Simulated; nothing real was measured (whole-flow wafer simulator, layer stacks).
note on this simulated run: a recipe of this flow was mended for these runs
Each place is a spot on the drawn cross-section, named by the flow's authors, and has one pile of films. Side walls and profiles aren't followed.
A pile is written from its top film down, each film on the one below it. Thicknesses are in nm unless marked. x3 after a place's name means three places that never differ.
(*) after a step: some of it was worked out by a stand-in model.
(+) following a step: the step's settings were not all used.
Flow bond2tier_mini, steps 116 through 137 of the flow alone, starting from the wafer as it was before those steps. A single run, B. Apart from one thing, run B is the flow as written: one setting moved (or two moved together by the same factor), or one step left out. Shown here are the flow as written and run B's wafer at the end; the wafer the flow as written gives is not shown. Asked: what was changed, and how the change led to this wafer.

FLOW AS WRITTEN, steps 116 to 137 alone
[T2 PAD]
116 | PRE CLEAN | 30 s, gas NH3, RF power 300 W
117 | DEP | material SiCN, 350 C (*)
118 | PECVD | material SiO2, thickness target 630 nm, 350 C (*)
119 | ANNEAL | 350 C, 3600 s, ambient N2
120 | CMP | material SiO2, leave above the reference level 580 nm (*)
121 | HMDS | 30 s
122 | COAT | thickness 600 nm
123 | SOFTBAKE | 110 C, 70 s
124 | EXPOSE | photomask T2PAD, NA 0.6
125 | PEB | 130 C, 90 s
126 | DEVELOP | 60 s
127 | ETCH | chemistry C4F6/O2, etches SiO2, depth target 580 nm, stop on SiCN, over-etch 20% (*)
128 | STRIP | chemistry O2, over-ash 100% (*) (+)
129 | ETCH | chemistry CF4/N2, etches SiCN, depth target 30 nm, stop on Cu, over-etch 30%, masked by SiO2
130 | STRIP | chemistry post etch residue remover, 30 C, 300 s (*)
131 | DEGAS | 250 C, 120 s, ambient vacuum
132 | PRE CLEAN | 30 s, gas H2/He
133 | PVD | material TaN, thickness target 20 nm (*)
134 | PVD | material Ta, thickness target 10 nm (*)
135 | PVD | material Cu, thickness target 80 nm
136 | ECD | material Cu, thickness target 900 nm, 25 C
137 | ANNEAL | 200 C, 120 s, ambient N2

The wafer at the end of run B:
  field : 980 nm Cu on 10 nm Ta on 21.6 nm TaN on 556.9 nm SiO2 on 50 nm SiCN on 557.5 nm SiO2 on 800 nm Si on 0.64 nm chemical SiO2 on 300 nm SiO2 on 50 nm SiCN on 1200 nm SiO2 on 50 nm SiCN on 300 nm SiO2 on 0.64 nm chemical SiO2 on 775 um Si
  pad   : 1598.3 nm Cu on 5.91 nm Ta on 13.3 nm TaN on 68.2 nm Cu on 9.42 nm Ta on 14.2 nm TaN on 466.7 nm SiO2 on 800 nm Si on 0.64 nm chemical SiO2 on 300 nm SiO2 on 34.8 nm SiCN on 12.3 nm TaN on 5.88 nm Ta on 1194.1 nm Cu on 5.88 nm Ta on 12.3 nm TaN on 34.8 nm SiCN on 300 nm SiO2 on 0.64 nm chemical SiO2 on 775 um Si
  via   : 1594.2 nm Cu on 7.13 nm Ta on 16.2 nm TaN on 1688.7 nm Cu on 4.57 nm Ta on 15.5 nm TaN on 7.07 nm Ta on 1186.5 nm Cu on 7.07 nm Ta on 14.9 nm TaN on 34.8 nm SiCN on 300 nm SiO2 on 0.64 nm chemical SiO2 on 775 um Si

The reason: step 133, PVD: thickness target 21.6 nm was run, while the flow as written has thickness target 20 nm.
The wafer itself shows it: field has TaN 21.6, and step 133 as written asks for 20 nm.

The path from the change to this, step by step:
  133 | PVD | material TaN, thickness target 20 nm (*)
      field: TaN gains 21.6 (new film) (as written it would have been: TaN gains 20 (new film))
      pad: TaN gains 13.3 (new film) (as written it would have been: TaN gains 12.3 (new film))
      (as well as at 1 more place)
